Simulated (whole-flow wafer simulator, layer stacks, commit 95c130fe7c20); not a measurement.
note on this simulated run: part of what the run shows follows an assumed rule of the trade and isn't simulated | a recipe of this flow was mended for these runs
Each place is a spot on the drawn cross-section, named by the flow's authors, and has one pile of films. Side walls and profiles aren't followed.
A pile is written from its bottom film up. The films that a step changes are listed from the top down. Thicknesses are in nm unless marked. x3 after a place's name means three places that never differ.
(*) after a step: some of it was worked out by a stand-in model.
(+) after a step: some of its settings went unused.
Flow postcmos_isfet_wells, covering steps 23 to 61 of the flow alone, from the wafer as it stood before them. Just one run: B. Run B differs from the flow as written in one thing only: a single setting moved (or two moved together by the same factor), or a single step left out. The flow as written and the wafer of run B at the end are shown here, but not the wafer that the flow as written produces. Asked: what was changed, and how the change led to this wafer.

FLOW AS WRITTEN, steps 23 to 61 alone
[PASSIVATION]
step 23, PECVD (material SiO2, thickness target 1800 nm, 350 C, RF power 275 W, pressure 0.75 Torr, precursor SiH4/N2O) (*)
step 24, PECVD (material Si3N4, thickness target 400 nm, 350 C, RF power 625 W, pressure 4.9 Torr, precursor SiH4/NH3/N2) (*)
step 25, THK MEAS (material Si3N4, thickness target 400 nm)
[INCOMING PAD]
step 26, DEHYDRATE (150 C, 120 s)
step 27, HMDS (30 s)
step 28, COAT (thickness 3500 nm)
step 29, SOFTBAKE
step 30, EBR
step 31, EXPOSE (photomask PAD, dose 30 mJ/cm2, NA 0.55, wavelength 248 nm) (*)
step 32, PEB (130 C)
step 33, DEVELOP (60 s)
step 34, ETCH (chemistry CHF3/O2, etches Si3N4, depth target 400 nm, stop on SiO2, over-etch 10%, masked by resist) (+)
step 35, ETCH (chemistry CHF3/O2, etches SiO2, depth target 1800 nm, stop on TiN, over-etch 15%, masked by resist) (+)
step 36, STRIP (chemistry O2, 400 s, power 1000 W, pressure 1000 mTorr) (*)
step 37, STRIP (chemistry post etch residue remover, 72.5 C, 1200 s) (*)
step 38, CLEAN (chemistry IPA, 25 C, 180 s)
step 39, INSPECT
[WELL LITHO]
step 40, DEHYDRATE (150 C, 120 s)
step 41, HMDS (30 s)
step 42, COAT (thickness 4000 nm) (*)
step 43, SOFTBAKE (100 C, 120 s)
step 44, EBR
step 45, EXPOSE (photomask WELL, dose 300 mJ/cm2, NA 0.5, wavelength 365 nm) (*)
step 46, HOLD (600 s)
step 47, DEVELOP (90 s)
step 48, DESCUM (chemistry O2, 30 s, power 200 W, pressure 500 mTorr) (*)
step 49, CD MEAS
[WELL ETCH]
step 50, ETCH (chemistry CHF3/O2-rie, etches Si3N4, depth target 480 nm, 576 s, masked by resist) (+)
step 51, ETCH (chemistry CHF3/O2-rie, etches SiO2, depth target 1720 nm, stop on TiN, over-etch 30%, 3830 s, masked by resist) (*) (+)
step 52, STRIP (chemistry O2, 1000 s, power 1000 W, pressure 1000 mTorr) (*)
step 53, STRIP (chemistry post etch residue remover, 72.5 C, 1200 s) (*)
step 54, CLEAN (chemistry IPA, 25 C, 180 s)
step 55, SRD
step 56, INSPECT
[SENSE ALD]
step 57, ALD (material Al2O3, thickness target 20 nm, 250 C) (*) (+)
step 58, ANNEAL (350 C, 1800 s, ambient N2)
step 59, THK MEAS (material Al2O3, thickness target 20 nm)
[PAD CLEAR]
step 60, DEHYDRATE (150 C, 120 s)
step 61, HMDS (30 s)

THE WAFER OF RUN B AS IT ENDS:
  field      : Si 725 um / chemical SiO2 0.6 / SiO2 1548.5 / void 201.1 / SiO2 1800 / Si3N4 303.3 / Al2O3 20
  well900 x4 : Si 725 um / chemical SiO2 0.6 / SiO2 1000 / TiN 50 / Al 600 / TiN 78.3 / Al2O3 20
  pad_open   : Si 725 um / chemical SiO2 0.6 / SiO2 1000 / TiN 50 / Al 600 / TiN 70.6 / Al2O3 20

Cause: step 24, PECVD: thickness target 304 nm was run, while the flow as written has thickness target 400 nm; step 50, ETCH: 438 s was run, where the flow has 576 s.

The path from the change to this, step by step:
  step 24, PECVD (material Si3N4, thickness target 400 nm, 350 C, RF power 625 W, pressure 4.9 Torr, precursor SiH4/NH3/N2) (*)
      field, margin x2, well900 x4, pad_clr, pad_open: +304 Si3N4 (new film) (it would be, as written: +400 Si3N4 (new film))
  step 34, ETCH (chemistry CHF3/O2, etches Si3N4, depth target 400 nm, stop on SiO2, over-etch 10%, masked by resist) (+)
      field, margin x2, well900 x4, pad_clr: -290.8 thick-KrF-resist (it would be, as written: -382.6 thick-KrF-resist)
      pad_open: -304 Si3N4 (all of it), -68 SiO2 (it would be, as written: -400 Si3N4 (all of it), -20 SiO2)
  step 35, ETCH (chemistry CHF3/O2, etches SiO2, depth target 1800 nm, stop on TiN, over-etch 15%, masked by resist) (+)
      field, margin x2, well900 x4, pad_clr: -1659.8 thick-KrF-resist (it would be, as written: -1705.8 thick-KrF-resist)
      pad_open: -1732 SiO2 (all of it), -28.2 TiN (it would be, as written: -1780 SiO2 (all of it), -24.2 TiN)
  step 36, STRIP (chemistry O2, 400 s, power 1000 W, pressure 1000 mTorr) (*)
      field, margin x2, well900 x4, pad_clr: -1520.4 thick-KrF-resist (all of it) (it would be, as written: -1382.5 thick-KrF-resist (all of it))
  step 43, SOFTBAKE (100 C, 120 s)
      pad_clr: -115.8 thick-g/i-line-resist (it would be, as written: -123 thick-g/i-line-resist)
      pad_open: +70.6 thick-g/i-line-resist (it would be, as written: +73 thick-g/i-line-resist)
  step 50, ETCH (chemistry CHF3/O2-rie, etches Si3N4, depth target 480 nm, 576 s, masked by resist) (+)
      field, margin x2, pad_clr, pad_open: -113.1 thick-g/i-line-resist (it would be, as written: -148.8 thick-g/i-line-resist)
      well900 x4: -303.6 Si3N4 (all of it), -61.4 SiO2 (it would be, as written: -399.6 Si3N4 (all of it), -80.4 SiO2)
  step 52, STRIP (chemistry O2, 1000 s, power 1000 W, pressure 1000 mTorr) (*)
      pad_clr: -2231 thick-g/i-line-resist (all of it) (it would be, as written: -2159.6 thick-g/i-line-resist (all of it))
